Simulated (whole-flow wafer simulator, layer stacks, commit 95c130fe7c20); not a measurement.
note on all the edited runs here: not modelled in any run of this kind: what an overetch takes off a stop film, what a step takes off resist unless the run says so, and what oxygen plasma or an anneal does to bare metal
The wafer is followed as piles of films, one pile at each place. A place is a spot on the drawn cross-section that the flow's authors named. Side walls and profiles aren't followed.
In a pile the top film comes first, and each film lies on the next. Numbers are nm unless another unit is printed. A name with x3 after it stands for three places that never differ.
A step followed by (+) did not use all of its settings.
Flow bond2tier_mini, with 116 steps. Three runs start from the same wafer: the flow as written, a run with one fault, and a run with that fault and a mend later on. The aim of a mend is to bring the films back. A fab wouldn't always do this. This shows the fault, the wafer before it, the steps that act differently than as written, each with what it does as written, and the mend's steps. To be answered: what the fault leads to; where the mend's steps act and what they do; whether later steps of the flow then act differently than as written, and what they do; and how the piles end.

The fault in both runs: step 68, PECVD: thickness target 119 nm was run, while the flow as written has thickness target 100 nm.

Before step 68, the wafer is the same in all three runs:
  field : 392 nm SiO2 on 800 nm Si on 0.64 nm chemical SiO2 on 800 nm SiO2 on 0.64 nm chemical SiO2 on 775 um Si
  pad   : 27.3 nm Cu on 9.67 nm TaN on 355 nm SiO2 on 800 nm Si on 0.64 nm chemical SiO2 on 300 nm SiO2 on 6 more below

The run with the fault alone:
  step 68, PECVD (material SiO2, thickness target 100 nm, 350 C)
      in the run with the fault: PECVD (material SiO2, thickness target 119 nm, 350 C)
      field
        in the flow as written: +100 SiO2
        in the run with the fault: +119 SiO2
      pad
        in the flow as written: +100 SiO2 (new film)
        in the run with the fault: +119 SiO2 (new film)
  Steps later in the flow that act otherwise than as written:
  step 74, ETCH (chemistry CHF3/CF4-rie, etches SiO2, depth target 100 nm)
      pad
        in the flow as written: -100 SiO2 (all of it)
        in the run with the fault: -100 SiO2
  At field, pad, the piles at the end differ from the flow's by more than 2% or 0.5 nm, whichever is larger.
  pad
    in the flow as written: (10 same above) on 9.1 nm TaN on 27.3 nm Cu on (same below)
    in the run with the fault: (10 same above) on 9.1 nm TaN on 19 nm SiO2 on 27.3 nm Cu on (same below)
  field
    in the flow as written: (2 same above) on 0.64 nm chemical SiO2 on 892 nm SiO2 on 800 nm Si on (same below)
    in the run with the fault: (2 same above) on 0.64 nm chemical SiO2 on 911 nm SiO2 on 800 nm Si on (same below)

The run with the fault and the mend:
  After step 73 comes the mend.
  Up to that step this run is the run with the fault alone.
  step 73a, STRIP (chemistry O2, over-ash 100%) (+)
      field
        -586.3 KrF resist (all of it)
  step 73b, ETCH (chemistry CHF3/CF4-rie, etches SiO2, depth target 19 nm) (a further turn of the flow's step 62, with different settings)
      field, pad
        -19 SiO2
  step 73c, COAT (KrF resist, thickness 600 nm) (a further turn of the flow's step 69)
      field, pad
        +600 KrF resist (new film)
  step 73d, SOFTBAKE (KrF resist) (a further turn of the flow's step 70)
      leaves every film unchanged at each place that is followed
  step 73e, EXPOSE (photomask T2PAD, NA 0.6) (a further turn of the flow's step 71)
      leaves every film unchanged at each place that is followed
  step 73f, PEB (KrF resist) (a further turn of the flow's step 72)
      leaves every film unchanged at each place that is followed
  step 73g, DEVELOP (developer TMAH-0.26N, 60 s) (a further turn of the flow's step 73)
      field
        -13.7 KrF resist
      pad
        -600 KrF resist (all of it)
  Every later step of the flow that is run acts as written at every place that is followed.
  The piles end the same as the flow's at every place that both follow.
